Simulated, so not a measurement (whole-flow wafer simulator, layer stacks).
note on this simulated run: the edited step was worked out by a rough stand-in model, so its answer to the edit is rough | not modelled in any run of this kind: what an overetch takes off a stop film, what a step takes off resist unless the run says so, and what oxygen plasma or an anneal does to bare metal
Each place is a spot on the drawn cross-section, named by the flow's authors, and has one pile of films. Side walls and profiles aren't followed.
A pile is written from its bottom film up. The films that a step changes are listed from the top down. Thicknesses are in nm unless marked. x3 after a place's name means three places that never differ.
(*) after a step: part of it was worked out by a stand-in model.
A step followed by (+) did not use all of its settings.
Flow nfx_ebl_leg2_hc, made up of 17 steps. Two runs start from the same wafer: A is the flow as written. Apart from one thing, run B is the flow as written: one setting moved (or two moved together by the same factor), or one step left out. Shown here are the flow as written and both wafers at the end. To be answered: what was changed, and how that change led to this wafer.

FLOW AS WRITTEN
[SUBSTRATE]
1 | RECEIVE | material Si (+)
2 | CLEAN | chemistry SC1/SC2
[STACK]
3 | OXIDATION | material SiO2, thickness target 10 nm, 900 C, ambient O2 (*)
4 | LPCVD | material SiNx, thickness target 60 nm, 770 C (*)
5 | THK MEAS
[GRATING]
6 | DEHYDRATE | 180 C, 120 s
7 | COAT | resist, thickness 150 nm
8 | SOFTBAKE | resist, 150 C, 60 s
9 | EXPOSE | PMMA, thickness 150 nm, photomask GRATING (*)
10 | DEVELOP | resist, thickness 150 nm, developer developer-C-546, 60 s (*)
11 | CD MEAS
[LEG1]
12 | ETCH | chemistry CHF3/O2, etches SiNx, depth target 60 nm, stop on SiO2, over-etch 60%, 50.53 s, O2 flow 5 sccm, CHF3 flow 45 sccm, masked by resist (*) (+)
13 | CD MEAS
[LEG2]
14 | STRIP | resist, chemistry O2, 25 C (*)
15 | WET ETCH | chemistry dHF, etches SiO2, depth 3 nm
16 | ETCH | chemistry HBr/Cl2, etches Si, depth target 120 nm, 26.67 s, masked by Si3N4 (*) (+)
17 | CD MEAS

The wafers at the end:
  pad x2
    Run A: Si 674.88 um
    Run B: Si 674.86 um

What caused this: step 16, ETCH: depth target 138 nm was run, while the flow as written has depth target 120 nm.

How this came from the change, step by step:
  16 | ETCH | chemistry HBr/Cl2, etches Si, depth target 120 nm, 26.67 s, masked by Si3N4 (*) (+)
      pad x2: A Si loses 120 | B Si loses 138
